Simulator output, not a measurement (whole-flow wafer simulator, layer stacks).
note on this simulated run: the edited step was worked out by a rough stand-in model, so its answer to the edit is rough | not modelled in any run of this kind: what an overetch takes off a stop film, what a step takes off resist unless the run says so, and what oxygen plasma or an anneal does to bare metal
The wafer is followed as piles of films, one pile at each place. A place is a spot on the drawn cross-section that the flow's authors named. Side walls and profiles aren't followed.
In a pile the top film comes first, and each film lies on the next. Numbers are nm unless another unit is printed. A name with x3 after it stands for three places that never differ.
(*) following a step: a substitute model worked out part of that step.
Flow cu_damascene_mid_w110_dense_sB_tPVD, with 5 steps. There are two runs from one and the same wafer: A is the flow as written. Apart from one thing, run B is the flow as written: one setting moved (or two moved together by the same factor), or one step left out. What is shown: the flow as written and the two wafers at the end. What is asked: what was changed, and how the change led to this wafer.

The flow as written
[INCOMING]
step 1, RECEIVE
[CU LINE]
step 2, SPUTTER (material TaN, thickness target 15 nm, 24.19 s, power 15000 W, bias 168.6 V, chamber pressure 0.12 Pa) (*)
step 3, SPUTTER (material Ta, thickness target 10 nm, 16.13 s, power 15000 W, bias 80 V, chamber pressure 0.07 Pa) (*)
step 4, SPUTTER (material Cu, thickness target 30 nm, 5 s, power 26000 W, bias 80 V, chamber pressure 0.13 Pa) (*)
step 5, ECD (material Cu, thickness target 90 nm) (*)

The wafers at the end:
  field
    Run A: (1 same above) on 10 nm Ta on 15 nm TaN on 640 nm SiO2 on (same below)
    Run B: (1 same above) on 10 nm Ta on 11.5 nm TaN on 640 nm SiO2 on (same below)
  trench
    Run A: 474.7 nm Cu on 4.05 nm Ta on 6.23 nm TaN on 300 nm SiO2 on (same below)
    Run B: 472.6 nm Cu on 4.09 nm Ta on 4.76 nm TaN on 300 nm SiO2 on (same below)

Cause: step 2, SPUTTER: power 11480 W was run, though the flow has power 15000 W.

The path from the change to this, step by step:
  step 2, SPUTTER (material TaN, thickness target 15 nm, 24.19 s, power 15000 W, bias 168.6 V, chamber pressure 0.12 Pa) (*)
      field: A +15 TaN (new film) | B +11.5 TaN (new film)
      trench: A +6.23 TaN (new film) | B +4.76 TaN (new film)
